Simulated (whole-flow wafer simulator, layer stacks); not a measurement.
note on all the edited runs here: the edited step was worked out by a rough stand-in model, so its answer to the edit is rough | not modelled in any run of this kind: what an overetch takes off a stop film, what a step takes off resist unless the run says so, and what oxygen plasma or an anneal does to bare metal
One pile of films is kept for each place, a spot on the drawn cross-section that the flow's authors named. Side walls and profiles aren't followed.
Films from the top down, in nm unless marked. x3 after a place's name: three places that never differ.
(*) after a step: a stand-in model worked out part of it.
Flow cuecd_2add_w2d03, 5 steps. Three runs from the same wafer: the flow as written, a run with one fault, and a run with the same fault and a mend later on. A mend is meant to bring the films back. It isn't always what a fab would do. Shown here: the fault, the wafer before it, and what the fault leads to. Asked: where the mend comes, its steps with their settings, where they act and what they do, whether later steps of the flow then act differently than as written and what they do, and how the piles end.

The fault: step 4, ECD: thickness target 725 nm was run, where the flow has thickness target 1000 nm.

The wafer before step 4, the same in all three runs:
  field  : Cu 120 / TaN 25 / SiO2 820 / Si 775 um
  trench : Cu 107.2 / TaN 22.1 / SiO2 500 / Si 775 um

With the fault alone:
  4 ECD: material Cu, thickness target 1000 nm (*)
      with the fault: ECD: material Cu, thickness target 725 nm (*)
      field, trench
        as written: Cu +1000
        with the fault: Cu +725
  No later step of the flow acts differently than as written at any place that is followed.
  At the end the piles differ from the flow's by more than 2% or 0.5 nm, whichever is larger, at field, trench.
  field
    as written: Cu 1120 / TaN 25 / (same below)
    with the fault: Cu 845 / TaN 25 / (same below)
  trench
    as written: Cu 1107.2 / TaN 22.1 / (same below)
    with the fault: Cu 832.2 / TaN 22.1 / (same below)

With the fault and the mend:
  The mend comes after step 5.
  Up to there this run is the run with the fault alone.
  5a ECD: material Cu, thickness target 275 nm (*) (the flow's step 4 once more, with other settings)
      field, trench
        Cu +275
  No later step of the flow acts differently than as written at any place that is followed.
  At the end the piles are the same as the flow's at every place that both follow.
